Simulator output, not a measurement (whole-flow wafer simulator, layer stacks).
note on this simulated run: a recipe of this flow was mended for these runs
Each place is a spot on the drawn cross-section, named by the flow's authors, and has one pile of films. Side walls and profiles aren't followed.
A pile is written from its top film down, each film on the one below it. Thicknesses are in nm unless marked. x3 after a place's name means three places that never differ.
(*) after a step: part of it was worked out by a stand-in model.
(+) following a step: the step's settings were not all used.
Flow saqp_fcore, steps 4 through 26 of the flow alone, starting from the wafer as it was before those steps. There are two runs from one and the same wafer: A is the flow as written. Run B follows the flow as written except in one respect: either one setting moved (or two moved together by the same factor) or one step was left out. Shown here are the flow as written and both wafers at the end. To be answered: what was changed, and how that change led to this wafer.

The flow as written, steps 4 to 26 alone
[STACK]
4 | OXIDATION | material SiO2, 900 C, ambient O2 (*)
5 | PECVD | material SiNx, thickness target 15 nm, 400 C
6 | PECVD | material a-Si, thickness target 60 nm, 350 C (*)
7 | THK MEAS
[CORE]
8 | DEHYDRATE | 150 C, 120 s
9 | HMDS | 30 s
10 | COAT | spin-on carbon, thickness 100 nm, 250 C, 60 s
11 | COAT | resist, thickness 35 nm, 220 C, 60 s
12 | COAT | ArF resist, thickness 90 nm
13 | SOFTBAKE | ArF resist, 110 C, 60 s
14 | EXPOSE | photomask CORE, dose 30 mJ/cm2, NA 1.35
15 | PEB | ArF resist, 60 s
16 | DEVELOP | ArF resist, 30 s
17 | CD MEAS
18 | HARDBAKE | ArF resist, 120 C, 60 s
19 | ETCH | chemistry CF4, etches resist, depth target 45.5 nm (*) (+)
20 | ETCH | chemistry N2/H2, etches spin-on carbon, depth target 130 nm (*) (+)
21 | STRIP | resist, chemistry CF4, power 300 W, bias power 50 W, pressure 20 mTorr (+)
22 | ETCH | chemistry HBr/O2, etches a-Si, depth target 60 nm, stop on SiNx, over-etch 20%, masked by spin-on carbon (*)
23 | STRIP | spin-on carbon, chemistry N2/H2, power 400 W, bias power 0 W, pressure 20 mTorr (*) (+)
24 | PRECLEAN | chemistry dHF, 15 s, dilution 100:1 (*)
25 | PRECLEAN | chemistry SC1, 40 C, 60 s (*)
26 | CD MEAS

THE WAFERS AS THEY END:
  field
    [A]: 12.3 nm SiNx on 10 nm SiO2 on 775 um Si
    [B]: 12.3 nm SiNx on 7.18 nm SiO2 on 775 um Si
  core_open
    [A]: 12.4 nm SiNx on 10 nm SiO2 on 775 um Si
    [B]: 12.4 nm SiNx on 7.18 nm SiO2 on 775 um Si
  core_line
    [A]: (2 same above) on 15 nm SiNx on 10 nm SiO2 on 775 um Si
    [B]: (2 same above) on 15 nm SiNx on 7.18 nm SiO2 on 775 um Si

The reason: step 4, OXIDATION: 865 C was run, whereas the flow has 900 C.

The path from the change to this, step by step:
  4 | OXIDATION | material SiO2, 900 C, ambient O2 (*)
      field, core_open, core_line: A +10 SiO2 (new film), -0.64 chemical SiO2 (all of it), -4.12 Si | B +7.18 SiO2 (new film), -0.64 chemical SiO2 (all of it), -2.88 Si
